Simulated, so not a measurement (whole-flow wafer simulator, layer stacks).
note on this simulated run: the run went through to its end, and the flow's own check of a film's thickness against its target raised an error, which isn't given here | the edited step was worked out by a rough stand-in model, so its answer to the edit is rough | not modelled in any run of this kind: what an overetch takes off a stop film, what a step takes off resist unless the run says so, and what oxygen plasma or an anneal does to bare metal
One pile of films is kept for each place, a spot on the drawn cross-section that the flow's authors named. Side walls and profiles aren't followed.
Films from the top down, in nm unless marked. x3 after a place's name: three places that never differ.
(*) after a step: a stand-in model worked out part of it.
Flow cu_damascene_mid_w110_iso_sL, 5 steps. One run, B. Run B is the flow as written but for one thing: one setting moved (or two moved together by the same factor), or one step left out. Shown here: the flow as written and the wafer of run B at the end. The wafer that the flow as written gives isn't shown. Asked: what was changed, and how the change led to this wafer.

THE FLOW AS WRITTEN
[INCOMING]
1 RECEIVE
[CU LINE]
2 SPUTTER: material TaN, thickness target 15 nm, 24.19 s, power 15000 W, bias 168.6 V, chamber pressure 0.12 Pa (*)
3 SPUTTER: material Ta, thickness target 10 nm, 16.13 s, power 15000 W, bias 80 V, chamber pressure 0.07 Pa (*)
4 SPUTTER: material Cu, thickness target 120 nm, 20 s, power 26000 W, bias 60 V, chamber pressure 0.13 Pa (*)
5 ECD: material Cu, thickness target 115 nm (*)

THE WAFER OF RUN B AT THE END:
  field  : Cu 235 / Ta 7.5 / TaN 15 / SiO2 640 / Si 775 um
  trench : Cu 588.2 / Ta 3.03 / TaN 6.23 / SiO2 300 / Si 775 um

The cause: step 3, SPUTTER: thickness target 7.5 nm was run, where the flow has thickness target 10 nm; step 3, SPUTTER: 12.1 s was run, where the flow has 16.13 s.
It can be read off the wafer: field has Ta 7.5, and step 3 as written asks for 10 nm.

How the change led to this, step by step:
  3 SPUTTER: material Ta, thickness target 10 nm, 16.13 s, power 15000 W, bias 80 V, chamber pressure 0.07 Pa (*)
      field: Ta +7.5 (new film) (as written it would be: Ta +10 (new film))
      trench: Ta +3.03 (new film) (as written it would be: Ta +4.05 (new film))
